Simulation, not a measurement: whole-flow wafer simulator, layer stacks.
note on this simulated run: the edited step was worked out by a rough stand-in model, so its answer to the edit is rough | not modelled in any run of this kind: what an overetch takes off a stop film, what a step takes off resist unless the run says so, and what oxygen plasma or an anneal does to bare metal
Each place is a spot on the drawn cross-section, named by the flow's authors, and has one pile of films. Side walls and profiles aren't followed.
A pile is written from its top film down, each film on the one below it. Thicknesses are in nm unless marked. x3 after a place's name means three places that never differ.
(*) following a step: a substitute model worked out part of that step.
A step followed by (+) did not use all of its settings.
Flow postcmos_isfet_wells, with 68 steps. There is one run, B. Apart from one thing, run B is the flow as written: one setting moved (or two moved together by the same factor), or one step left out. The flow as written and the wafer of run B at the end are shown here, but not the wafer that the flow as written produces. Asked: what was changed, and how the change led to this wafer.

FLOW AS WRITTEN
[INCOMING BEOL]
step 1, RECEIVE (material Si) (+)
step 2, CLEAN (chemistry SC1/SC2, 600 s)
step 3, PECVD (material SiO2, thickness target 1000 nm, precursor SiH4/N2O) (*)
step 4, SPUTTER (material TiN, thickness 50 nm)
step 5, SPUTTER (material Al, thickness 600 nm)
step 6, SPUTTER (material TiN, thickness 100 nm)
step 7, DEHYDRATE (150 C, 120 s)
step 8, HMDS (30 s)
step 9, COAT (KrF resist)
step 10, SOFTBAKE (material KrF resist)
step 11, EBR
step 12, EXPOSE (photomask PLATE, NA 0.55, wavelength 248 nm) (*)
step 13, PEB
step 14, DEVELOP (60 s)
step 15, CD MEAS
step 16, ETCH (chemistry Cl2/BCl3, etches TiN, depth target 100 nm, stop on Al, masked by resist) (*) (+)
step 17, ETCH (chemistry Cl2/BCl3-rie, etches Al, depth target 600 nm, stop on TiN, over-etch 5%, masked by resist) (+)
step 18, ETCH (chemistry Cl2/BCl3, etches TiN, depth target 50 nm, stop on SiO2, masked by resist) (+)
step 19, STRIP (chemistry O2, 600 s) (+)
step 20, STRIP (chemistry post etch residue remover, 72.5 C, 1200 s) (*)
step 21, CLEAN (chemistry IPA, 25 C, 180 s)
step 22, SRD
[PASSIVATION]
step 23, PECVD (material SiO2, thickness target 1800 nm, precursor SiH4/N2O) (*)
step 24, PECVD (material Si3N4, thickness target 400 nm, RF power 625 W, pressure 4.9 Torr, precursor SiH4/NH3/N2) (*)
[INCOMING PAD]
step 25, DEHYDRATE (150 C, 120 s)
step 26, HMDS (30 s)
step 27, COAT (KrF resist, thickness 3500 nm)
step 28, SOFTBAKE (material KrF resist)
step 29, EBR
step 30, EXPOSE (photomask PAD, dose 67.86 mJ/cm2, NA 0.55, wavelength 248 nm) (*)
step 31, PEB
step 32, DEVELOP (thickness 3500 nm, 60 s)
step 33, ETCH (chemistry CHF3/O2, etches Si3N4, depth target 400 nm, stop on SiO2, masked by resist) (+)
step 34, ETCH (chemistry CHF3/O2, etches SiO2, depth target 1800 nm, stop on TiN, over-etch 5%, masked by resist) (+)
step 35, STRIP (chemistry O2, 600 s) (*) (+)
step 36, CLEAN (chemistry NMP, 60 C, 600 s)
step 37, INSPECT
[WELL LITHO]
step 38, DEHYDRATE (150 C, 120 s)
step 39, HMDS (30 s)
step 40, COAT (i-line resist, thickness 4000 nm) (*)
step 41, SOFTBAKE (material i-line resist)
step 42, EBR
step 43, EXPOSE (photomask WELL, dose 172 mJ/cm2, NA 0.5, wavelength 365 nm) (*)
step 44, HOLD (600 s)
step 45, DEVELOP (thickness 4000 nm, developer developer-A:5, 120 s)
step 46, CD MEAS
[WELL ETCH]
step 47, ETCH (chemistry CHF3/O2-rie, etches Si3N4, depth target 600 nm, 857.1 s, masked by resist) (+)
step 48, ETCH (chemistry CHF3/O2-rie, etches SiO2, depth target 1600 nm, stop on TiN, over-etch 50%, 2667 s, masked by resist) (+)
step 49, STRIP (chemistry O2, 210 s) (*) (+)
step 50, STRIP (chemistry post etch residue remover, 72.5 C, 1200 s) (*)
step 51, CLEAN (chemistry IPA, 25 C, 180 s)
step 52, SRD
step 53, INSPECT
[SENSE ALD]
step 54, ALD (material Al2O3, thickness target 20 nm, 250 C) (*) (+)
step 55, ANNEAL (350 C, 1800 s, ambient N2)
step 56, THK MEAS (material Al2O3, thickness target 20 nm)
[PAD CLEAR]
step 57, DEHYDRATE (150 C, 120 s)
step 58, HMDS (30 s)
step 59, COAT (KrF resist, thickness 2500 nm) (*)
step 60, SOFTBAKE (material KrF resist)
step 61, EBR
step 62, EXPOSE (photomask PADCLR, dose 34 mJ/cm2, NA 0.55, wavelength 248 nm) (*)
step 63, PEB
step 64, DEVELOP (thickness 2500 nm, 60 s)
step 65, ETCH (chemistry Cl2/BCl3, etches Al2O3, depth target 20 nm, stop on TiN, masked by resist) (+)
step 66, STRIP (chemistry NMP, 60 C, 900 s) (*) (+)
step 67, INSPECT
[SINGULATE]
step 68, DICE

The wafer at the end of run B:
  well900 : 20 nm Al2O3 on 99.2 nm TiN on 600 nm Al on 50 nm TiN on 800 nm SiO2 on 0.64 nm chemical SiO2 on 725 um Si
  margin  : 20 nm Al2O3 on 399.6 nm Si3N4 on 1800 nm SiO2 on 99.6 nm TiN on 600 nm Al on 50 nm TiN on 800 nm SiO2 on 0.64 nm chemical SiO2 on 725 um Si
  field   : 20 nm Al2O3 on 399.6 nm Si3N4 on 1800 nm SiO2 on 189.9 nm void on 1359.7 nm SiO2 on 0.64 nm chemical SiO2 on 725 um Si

Cause: step 3, PECVD: thickness target 800 nm was run, while the flow as written has thickness target 1000 nm.
The wafer itself shows it: well900 has SiO2 800, and step 3 as written asks for 1000 nm.

Step by step, how the change led to this:
  step 3, PECVD (material SiO2, thickness target 1000 nm, precursor SiH4/N2O) (*)
      field, margin, well900, well1300 x3, pad_rim, pad_clr, pad_open: +800 SiO2 (new film) (it would be, as written: +1000 SiO2 (new film))
